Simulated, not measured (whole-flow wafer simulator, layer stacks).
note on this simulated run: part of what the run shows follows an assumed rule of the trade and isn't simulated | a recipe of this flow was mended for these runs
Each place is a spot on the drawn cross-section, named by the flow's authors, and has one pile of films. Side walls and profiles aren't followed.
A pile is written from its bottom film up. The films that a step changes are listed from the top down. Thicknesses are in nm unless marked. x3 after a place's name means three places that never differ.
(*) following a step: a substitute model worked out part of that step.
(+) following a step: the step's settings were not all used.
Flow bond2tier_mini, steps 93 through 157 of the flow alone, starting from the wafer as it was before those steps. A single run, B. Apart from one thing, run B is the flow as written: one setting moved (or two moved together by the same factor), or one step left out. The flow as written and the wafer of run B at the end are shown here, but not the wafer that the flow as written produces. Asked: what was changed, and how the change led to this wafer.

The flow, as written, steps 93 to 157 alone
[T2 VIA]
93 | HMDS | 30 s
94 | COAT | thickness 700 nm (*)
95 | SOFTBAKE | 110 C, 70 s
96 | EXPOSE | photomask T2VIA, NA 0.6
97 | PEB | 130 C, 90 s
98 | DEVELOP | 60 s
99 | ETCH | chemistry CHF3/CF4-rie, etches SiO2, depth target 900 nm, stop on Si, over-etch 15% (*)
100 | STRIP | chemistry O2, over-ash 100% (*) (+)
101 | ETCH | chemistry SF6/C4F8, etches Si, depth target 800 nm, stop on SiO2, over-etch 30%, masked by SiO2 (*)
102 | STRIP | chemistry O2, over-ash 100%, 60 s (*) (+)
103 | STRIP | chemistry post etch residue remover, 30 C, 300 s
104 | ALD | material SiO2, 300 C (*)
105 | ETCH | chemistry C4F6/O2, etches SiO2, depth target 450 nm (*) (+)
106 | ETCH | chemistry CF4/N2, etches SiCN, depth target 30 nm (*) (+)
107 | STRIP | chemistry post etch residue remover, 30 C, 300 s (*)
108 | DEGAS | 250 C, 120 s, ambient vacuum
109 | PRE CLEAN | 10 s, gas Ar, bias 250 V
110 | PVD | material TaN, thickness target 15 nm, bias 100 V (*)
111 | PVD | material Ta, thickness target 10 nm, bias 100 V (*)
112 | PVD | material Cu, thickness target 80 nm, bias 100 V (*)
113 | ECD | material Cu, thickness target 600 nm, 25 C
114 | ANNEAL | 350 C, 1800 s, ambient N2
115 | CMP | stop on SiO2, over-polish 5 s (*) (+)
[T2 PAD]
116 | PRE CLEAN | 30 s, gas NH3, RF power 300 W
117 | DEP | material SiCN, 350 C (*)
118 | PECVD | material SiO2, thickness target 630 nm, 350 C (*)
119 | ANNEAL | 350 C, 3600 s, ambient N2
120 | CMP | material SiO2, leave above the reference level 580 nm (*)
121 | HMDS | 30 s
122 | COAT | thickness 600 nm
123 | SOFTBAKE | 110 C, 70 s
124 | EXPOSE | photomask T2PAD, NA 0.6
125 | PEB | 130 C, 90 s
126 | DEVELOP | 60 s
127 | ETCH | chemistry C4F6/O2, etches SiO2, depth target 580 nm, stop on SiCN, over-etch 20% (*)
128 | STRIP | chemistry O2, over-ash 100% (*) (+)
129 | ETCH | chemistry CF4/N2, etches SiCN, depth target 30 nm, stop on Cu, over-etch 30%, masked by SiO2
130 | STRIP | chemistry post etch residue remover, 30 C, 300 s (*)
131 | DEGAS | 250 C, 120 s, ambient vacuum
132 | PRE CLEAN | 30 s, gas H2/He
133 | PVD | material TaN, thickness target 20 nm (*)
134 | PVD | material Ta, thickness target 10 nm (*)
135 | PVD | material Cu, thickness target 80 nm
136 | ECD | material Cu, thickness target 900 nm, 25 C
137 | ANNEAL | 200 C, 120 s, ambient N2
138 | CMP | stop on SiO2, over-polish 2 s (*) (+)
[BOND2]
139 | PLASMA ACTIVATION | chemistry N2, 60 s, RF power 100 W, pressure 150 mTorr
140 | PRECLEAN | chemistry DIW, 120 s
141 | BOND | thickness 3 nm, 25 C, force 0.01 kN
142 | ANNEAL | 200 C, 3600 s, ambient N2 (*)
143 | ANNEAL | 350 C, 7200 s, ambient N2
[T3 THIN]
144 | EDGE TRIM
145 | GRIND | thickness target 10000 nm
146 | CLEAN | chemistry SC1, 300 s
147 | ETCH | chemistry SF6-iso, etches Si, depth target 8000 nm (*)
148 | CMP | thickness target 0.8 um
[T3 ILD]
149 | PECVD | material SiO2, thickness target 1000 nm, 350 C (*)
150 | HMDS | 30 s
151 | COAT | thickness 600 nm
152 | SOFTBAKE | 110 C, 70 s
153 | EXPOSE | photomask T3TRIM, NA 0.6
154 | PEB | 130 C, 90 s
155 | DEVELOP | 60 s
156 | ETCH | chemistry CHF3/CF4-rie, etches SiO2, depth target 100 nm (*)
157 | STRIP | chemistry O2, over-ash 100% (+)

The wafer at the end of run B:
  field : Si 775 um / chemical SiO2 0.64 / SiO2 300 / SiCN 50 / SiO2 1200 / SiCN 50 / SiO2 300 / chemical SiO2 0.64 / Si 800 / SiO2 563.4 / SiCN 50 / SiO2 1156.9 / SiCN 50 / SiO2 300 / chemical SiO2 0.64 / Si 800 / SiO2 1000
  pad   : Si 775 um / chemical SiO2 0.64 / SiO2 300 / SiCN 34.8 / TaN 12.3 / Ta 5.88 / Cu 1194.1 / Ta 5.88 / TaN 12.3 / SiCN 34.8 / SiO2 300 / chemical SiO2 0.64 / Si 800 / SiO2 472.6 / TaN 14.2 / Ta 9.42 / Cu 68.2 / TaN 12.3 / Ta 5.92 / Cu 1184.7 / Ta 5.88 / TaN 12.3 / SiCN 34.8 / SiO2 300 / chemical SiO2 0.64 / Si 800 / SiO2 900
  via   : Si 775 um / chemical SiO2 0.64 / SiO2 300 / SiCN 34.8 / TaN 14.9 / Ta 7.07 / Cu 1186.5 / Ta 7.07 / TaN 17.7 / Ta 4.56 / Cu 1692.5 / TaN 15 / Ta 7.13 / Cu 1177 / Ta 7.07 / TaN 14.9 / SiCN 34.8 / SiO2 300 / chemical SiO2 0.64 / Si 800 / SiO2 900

The reason: step 106, ETCH: depth target 21.2 nm was run, while the flow as written has depth target 30 nm.

Step by step, how the change led to this:
  106 | ETCH | chemistry CF4/N2, etches SiCN, depth target 30 nm (*) (+)
      field, pad: -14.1 SiO2 (as written it would have been: -20 SiO2)
      via: -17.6 SiCN (all of it), -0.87 TaN (as written it would have been: -17.6 SiCN (all of it), -3.01 TaN)
